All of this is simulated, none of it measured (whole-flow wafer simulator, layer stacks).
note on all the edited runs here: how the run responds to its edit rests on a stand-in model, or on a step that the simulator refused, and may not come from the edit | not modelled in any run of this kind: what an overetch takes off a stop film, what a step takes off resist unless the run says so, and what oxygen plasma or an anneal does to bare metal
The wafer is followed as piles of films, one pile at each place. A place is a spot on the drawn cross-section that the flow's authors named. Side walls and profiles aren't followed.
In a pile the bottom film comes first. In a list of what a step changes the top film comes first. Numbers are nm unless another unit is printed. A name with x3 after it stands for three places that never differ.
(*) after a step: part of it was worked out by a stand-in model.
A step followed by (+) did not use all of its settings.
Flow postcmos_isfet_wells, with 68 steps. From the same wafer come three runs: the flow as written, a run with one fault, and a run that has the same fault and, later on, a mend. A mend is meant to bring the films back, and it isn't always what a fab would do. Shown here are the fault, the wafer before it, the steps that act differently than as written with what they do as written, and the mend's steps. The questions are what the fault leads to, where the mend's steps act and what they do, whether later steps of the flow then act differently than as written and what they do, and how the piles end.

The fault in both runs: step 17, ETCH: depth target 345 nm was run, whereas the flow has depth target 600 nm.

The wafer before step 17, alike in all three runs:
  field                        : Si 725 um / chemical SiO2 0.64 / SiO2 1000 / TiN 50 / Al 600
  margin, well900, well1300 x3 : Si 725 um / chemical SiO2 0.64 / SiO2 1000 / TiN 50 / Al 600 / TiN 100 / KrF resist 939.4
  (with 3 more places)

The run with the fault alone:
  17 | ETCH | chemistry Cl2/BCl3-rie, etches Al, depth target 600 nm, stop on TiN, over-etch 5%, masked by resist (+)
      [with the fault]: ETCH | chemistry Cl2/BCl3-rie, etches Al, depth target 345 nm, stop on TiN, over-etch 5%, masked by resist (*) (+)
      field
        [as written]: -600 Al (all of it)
        [with the fault]: -345 Al
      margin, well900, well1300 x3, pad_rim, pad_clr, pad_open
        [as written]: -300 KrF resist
        [with the fault]: -172.5 KrF resist
  Later steps of the flow acting differently than as written:
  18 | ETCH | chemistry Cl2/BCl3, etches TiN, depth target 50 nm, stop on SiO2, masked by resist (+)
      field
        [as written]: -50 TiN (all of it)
        [with the fault]: -50 Al
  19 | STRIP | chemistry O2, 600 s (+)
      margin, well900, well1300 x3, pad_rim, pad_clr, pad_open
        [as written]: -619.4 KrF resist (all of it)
        [with the fault]: -746.9 KrF resist (all of it)
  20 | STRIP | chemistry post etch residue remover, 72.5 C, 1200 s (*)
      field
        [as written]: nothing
        [with the fault]: -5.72 Al
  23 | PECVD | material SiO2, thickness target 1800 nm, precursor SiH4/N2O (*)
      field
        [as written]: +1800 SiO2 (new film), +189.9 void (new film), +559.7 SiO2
        [with the fault]: +2300.3 SiO2 (new film)
  By the end, the piles at field depart from the flow's by more than 2% or 0.5 nm, whichever is larger.
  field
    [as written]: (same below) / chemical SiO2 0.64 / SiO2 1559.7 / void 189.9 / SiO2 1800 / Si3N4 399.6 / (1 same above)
    [with the fault]: (same below) / chemical SiO2 0.64 / SiO2 1000 / TiN 50 / Al 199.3 / SiO2 2300.3 / Si3N4 399.6 / (1 same above)

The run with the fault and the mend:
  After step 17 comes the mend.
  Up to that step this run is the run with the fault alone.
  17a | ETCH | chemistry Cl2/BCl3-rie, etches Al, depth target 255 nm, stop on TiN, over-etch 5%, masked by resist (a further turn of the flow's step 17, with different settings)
      margin, well900, well1300 x3, pad_rim, pad_clr, pad_open
        -127.5 KrF resist
      field
        -255 Al (all of it)
  None of the later steps of the flow acts differently than as written at any place that is followed.
  The piles end the same as the flow's at every place that both follow.
